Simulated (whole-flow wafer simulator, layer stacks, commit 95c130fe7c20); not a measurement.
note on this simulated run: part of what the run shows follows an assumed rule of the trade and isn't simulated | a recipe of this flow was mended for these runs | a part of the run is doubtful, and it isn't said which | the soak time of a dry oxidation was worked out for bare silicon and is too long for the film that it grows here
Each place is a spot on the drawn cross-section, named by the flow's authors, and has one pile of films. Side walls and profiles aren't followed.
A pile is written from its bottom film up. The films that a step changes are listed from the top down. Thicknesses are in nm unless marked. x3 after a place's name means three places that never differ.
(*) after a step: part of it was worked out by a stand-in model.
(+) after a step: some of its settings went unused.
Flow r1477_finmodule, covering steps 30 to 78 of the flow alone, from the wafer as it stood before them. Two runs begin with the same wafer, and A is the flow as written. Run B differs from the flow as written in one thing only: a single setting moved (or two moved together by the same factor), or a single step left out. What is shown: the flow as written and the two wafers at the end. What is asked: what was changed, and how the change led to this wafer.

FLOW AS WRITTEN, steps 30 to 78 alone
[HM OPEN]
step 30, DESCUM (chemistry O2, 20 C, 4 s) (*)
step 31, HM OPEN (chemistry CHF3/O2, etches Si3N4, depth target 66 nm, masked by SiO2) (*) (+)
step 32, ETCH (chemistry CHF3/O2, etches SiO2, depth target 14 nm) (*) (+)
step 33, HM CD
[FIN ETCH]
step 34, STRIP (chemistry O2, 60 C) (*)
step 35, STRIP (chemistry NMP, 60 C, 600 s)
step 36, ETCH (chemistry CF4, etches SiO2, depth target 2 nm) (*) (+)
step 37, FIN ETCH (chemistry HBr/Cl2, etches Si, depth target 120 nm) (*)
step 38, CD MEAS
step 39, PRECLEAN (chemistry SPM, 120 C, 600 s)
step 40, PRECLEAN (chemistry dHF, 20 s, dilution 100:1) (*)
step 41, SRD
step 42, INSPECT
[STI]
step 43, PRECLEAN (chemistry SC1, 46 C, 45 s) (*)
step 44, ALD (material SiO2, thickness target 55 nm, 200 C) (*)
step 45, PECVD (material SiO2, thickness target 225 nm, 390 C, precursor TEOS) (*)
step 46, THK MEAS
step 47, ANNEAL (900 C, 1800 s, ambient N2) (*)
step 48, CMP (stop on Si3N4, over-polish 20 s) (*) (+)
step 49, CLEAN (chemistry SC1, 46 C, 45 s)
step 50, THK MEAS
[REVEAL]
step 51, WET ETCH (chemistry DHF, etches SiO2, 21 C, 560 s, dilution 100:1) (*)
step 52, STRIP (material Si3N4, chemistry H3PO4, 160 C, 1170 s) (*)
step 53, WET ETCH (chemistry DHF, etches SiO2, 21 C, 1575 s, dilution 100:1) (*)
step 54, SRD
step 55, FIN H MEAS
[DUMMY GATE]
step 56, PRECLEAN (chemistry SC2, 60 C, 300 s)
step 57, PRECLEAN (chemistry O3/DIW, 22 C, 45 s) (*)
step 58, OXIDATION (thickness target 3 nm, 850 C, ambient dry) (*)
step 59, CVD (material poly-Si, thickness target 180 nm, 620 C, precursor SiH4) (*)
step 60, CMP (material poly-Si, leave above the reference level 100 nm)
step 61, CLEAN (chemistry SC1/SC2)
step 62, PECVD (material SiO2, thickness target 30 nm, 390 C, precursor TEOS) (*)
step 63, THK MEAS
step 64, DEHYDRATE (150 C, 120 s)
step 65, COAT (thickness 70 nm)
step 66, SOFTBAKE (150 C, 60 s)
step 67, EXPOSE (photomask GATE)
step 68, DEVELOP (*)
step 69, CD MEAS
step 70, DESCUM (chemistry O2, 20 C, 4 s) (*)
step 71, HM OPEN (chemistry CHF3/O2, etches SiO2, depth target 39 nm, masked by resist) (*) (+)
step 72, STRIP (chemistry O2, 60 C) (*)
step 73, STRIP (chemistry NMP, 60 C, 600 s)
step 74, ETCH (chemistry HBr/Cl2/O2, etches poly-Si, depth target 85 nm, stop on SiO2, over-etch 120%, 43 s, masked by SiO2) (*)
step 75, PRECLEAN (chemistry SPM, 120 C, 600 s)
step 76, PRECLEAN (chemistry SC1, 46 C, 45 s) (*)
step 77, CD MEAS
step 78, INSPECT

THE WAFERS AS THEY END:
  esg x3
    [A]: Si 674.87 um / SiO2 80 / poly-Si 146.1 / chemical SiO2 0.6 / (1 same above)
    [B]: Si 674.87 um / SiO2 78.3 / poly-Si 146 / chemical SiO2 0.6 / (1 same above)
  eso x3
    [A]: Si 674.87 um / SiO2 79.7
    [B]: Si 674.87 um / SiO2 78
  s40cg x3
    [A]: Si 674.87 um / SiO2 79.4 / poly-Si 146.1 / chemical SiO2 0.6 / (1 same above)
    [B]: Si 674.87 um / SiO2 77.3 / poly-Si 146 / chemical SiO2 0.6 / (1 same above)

The reason: step 32, ETCH: depth target 5.6 nm was run, though the flow has depth target 14 nm.

Step by step, how the change led to this:
  step 32, ETCH (chemistry CHF3/O2, etches SiO2, depth target 14 nm) (*) (+)
      s40cg x3, s40co x3: A SiO2 loses 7 (all of it), Si loses 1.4 | B SiO2 loses 5.6
      pad, padg, esg x3, e200sg, s40sg x3, eso x3, e200so, s40so x3: A SiO2 loses 4.05 (all of it), Si loses 1.99 | B SiO2 loses 4.05 (all of it), Si loses 0.31
      (and at 14 other places as well)
  step 34, STRIP (chemistry O2, 60 C) (*)
      s40cg x3, s40co x3: A chemical SiO2 gains 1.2 (new film), Si loses 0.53 | B nothing
      elg x4, elo x4: A e-beam-resist loses 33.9 (all of it) | B e-beam-resist loses 41.9 (all of it)
  step 36, ETCH (chemistry CF4, etches SiO2, depth target 2 nm) (*) (+)
      s40cg x3, s40co x3: A chemical SiO2 loses 1.2 (all of it), Si loses 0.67 | B SiO2 loses 1.4 (all of it), Si loses 0.5
  step 44, ALD (material SiO2, thickness target 55 nm, 200 C) (*)
      s40cg x3, s40co x3: A SiO2 gains 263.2 (new film) | B SiO2 gains 269.5 (new film)
      s40sg x3, s40so x3: A SiO2 gains 263.8 (new film) | B SiO2 gains 270.5 (new film)
  step 48, CMP (stop on Si3N4, over-polish 20 s) (*) (+)
      s40cg x3, s40sg x3, s40co x3, s40so x3: A SiO2 loses 288.1 | B SiO2 loses 296.5
      s40sg_line x3, s40so_line x3: A SiO2 loses 287 (all of it), Si3N4 loses 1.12 | B SiO2 loses 295.4 (all of it), Si3N4 loses 1.12
      (and at 2 other places as well)
